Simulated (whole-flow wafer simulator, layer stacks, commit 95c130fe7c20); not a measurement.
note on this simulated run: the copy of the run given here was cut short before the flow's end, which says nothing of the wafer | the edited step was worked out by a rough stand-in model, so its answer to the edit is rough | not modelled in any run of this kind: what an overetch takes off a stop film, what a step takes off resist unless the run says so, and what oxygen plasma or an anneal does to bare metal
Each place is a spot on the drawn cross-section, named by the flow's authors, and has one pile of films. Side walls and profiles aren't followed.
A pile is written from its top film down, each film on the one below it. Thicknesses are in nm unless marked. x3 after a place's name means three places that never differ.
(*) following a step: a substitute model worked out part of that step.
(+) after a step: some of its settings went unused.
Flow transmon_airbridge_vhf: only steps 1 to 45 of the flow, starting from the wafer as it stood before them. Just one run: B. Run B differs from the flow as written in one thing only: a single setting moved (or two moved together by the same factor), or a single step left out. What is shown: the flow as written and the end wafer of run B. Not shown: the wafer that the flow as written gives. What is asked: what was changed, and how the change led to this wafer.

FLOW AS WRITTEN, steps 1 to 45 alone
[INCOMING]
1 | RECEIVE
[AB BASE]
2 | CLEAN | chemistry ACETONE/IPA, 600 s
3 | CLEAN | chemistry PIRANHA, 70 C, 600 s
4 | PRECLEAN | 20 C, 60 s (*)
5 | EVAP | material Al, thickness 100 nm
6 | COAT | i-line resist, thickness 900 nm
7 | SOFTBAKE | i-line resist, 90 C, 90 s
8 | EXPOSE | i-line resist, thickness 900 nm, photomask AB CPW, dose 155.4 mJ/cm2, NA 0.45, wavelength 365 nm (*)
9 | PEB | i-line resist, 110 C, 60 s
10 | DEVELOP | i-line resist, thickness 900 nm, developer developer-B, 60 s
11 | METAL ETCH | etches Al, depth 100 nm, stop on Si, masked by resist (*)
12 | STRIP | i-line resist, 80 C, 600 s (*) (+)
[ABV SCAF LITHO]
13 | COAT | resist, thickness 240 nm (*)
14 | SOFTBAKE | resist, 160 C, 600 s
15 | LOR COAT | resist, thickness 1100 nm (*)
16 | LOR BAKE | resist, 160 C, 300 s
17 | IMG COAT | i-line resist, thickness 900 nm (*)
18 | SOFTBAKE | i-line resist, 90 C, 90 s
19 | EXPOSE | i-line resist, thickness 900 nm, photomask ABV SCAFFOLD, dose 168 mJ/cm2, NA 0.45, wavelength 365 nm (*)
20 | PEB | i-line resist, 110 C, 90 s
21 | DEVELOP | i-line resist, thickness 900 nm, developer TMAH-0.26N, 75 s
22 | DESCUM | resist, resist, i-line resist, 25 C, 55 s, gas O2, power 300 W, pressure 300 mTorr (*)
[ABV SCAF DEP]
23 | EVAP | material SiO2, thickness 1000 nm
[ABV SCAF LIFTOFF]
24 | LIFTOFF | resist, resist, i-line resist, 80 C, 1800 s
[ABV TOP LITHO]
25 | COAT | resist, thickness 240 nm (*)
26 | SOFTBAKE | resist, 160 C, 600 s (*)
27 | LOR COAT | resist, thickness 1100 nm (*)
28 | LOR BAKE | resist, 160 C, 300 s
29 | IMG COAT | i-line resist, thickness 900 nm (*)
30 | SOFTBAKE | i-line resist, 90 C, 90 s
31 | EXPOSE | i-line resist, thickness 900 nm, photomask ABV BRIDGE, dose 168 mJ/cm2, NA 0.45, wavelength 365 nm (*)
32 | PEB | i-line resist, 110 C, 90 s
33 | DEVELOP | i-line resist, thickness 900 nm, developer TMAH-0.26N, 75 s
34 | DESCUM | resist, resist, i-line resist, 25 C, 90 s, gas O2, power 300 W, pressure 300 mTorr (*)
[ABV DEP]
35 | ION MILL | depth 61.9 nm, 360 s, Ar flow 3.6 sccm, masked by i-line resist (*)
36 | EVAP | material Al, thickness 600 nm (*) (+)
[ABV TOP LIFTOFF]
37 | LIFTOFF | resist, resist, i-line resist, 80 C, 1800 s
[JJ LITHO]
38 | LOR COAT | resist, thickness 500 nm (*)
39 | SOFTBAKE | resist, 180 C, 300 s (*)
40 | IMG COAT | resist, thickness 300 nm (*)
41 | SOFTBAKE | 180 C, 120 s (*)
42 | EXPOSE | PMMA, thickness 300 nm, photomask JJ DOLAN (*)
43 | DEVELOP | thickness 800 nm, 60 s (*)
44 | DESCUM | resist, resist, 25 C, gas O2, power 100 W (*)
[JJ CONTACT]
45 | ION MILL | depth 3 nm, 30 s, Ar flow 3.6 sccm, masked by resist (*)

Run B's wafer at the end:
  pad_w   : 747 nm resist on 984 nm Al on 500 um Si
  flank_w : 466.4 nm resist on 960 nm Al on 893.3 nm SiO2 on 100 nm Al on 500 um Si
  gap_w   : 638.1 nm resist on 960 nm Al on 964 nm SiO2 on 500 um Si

What caused this: step 36, EVAP: thickness 960 nm was run, whereas the flow has thickness 600 nm.
The wafer itself shows it: flank_w has Al 960, and step 36 as written asks for 600 nm.

How this came from the change, step by step:
  36 | EVAP | material Al, thickness 600 nm (*) (+)
      field x3, jj_line, ground_far and 10 more: Al gains 960 (new film) (it would be, as written: Al gains 600 (new film))
      pad_w, pad_e: Al gains 946 (it would be, as written: Al gains 591.2)
  37 | LIFTOFF | resist, resist, i-line resist, 80 C, 1800 s
      field x3, jj_line, trace_open_s x2: Al loses 960 (all of it), i-line resist loses 600 (all of it), resist loses 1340 (all of it) (it would be, as written: Al loses 600 (all of it), i-line resist loses 600 (all of it), resist loses 1340 (all of it))
      margin_s, margin_n: Al loses 960 (all of it), i-line resist loses 318.3 (all of it), resist loses 992 (all of it) (it would be, as written: Al loses 600 (all of it), i-line resist loses 318.3 (all of it), resist loses 992 (all of it))
      (as well as at 1 more place)
  38 | LOR COAT | resist, thickness 500 nm (*)
      pad_w, pad_e: resist gains 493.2 (new film) (it would be, as written: resist gains 517 (new film))
      flank_w, flank_e: resist gains 297.7 (new film) (it would be, as written: resist gains 306.5 (new film))
      (as well as at 6 more places)
  40 | IMG COAT | resist, thickness 300 nm (*)
      pad_w, pad_e: resist gains 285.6 (it would be, as written: resist gains 300.1)
      flank_w, flank_e: resist gains 200.5 (it would be, as written: resist gains 212.1)
      (as well as at 6 more places)
